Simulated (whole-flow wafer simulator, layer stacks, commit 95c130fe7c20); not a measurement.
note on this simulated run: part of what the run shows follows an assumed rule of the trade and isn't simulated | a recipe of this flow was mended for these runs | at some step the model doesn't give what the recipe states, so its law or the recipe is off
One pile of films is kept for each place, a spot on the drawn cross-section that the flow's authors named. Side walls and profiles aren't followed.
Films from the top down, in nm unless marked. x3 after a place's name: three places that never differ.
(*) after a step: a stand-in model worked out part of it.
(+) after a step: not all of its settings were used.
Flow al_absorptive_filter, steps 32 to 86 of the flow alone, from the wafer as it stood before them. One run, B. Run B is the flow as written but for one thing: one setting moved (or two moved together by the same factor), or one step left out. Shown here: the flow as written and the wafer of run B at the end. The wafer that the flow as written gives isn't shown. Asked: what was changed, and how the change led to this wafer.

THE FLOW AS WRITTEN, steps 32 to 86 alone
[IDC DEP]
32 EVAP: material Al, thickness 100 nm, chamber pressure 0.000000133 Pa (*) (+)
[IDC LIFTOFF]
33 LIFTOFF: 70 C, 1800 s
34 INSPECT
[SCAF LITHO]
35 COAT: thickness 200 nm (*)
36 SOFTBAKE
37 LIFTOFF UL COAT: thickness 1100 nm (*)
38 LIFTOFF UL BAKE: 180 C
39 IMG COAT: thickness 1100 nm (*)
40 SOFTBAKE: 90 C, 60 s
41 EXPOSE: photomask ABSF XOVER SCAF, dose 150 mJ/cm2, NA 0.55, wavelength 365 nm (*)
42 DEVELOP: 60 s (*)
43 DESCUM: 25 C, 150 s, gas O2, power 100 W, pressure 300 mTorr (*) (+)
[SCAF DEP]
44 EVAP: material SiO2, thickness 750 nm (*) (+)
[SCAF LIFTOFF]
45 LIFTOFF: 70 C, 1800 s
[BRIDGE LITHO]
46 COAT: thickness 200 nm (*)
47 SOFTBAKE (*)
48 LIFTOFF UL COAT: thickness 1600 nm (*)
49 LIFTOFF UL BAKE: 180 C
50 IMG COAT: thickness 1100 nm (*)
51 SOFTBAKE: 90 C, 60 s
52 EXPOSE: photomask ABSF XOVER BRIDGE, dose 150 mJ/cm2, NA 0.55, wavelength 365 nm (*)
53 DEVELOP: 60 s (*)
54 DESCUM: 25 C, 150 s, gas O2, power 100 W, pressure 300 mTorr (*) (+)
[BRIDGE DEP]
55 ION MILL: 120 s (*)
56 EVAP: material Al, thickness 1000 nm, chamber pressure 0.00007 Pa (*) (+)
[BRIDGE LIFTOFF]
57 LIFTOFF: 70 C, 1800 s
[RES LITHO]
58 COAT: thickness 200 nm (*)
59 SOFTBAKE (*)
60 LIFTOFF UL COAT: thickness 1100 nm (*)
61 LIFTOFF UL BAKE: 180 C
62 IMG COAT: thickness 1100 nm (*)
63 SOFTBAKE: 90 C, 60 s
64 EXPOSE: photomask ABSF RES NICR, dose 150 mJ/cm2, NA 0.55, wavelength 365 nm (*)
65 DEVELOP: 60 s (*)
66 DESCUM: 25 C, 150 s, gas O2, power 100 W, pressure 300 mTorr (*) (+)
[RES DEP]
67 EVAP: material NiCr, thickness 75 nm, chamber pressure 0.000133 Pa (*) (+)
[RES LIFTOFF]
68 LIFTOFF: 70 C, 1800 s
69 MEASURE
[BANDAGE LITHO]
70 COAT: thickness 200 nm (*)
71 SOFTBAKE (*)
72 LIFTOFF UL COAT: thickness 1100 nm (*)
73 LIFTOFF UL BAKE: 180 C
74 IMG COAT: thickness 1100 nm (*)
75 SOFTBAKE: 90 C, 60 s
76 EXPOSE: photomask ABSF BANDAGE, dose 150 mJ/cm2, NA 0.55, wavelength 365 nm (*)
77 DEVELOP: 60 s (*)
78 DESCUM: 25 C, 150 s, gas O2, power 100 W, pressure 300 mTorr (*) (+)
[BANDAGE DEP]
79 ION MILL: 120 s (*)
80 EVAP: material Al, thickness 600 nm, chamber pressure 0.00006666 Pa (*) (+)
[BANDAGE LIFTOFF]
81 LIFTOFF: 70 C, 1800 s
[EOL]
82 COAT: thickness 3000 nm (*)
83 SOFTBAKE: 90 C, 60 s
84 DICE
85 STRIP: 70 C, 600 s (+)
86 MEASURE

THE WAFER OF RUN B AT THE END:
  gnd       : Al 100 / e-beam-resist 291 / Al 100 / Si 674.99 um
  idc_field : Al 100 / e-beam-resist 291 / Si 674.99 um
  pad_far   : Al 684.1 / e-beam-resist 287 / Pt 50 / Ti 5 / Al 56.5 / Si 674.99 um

The cause: step 33, LIFTOFF: 70 C, 1800 s, was left out.

How the change led to this, step by step:
  35 COAT: thickness 200 nm (*)
      ledge: acrylic-e-beam-resist +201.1 (new film) (as written it would be: acrylic-e-beam-resist +169.8 (new film))
      res: acrylic-e-beam-resist +214.7 (new film) (as written it would be: acrylic-e-beam-resist +231.4 (new film))
      (and at 4 more places)
  37 LIFTOFF UL COAT: thickness 1100 nm (*)
      res: lift-off-underlayer +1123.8 (new film) (as written it would be: lift-off-underlayer +1148.2 (new film))
      idc_line: lift-off-underlayer +1132.5 (new film) (as written it would be: lift-off-underlayer +1090 (new film))
      (and at 1 more place)
  43 DESCUM: 25 C, 150 s, gas O2, power 100 W, pressure 300 mTorr (*) (+)
      gnd, pad_far, pad_near and 7 more: i-line-resist -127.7 (as written it would be: i-line-resist -159.6)
      xl_gap: acrylic-e-beam-resist -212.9 (all of it) (as written it would be: acrylic-e-beam-resist -265.9 (all of it))
      (and at 1 more place)
  45 LIFTOFF: 70 C, 1800 s
      gnd, xa_field, xl_land, idc_field: SiO2 -750 (all of it), i-line-resist -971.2 (all of it), lift-off-underlayer -1100 (all of it), acrylic-e-beam-resist -200 (all of it) (as written it would be: SiO2 -750 (all of it), i-line-resist -939.4 (all of it), lift-off-underlayer -1100 (all of it), acrylic-e-beam-resist -200 (all of it))
      pad_far: SiO2 -750 (all of it), i-line-resist -970.1 (all of it), lift-off-underlayer -1094.9 (all of it), acrylic-e-beam-resist -198.5 (all of it) (as written it would be: SiO2 -750 (all of it), i-line-resist -937 (all of it), lift-off-underlayer -1092.7 (all of it), acrylic-e-beam-resist -198.5 (all of it))
      (and at 5 more places)
  46 COAT: thickness 200 nm (*)
      ledge: acrylic-e-beam-resist +201.1 (new film) (as written it would be: acrylic-e-beam-resist +169.8 (new film))
      res: acrylic-e-beam-resist +214.8 (new film) (as written it would be: acrylic-e-beam-resist +231.4 (new film))
      (and at 4 more places)
  48 LIFTOFF UL COAT: thickness 1600 nm (*)
      xl_gap: lift-off-underlayer +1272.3 (new film) (as written it would be: lift-off-underlayer +1316.9 (new film))
      idc_line: lift-off-underlayer +1633.8 (new film) (as written it would be: lift-off-underlayer +1586.1 (new film))
      (and at 1 more place)
  53 DEVELOP: 60 s (*)
      xl_gap: i-line-resist -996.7 (all of it), lift-off-underlayer -1272.3 (all of it) (as written it would be: i-line-resist -1001.2 (all of it), lift-off-underlayer -1316.9 (all of it))
  54 DESCUM: 25 C, 150 s, gas O2, power 100 W, pressure 300 mTorr (*) (+)
      xl_gap: acrylic-e-beam-resist -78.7 (all of it) (as written it would be: acrylic-e-beam-resist -97.9 (all of it))
      xl_turn: acrylic-e-beam-resist -159.1 (all of it) (as written it would be: acrylic-e-beam-resist -141.8 (all of it))
  57 LIFTOFF: 70 C, 1800 s
      ledge: Al -1000 (all of it), i-line-resist -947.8 (all of it), lift-off-underlayer -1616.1 (all of it), acrylic-e-beam-resist -201.1 (all of it) (as written it would be: Al -1000 (all of it), i-line-resist -951.7 (all of it), lift-off-underlayer -1617.2 (all of it), acrylic-e-beam-resist -169.8 (all of it))
      res: Al -1000 (all of it), i-line-resist -948.8 (all of it), lift-off-underlayer -1626.4 (all of it), acrylic-e-beam-resist -214.8 (all of it) (as written it would be: Al -1000 (all of it), i-line-resist -954.3 (all of it), lift-off-underlayer -1653.2 (all of it), acrylic-e-beam-resist -231.4 (all of it))
      (and at 2 more places)
  58 COAT: thickness 200 nm (*)
      ledge: acrylic-e-beam-resist +201.1 (new film) (as written it would be: acrylic-e-beam-resist +169.8 (new film))
      res: acrylic-e-beam-resist +214.8 (new film) (as written it would be: acrylic-e-beam-resist +231.4 (new film))
      (and at 4 more places)
  60 LIFTOFF UL COAT: thickness 1100 nm (*)
      res: lift-off-underlayer +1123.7 (new film) (as written it would be: lift-off-underlayer +1148.2 (new film))
      xl_gap: lift-off-underlayer +783.7 (new film) (as written it would be: lift-off-underlayer +831.4 (new film))
      (and at 2 more places)
  65 DEVELOP: 60 s (*)
      res: i-line-resist -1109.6 (all of it), lift-off-underlayer -1123.7 (all of it) (as written it would be: i-line-resist -1116.9 (all of it), lift-off-underlayer -1148.2 (all of it))
  66 DESCUM: 25 C, 150 s, gas O2, power 100 W, pressure 300 mTorr (*) (+)
      gnd, pad_far, xa_field and 8 more: i-line-resist -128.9 (as written it would be: i-line-resist -138.9)
      ledge: acrylic-e-beam-resist -201.1 (all of it) (as written it would be: acrylic-e-beam-resist -169.8 (all of it))
      (and at 1 more place)
  68 LIFTOFF: 70 C, 1800 s
      xa_strip: NiCr -75 (all of it), i-line-resist -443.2 (all of it), lift-off-underlayer -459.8 (all of it), acrylic-e-beam-resist -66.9 (all of it) (as written it would be: NiCr -75 (all of it), i-line-resist -433.3 (all of it), lift-off-underlayer -459.8 (all of it), acrylic-e-beam-resist -66.9 (all of it))
      xl_gap: NiCr -75 (all of it), i-line-resist -820.6 (all of it), lift-off-underlayer -783.7 (all of it), acrylic-e-beam-resist -111.9 (all of it) (as written it would be: NiCr -75 (all of it), i-line-resist -818.3 (all of it), lift-off-underlayer -831.4 (all of it), acrylic-e-beam-resist -123.8 (all of it))
      (and at 3 more places)
  70 COAT: thickness 200 nm (*)
      ledge: acrylic-e-beam-resist +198 (new film) (as written it would be: acrylic-e-beam-resist +167 (new film))
      res: acrylic-e-beam-resist +200.2 (new film) (as written it would be: acrylic-e-beam-resist +218.1 (new film))
      (and at 4 more places)
  72 LIFTOFF UL COAT: thickness 1100 nm (*)
      res: lift-off-underlayer +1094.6 (new film) (as written it would be: lift-off-underlayer +1118.2 (new film))
      xl_gap: lift-off-underlayer +798.1 (new film) (as written it would be: lift-off-underlayer +837.4 (new film))
      (and at 2 more places)
  ... 5 more steps ...
  85 STRIP: 70 C, 600 s (+)
      xl_gap: i-line-resist -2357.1 (all of it) (as written it would be: i-line-resist -2427.9 (all of it))
      idc_line: i-line-resist -3285.9 (all of it) (as written it would be: i-line-resist -2900.9 (all of it))
Counting metal films that touch as one body, gnd has 2 bodies (between them, from the top down: e-beam-resist 291); the flow as written gives 1 body.
Counting metal films that touch as one body, idc_field has 1 body; the flow as written gives 0 bodies.
Counting metal films that touch as one body, pad_far has 2 bodies (between them, from the top down: e-beam-resist 287); the flow as written gives 1 body.
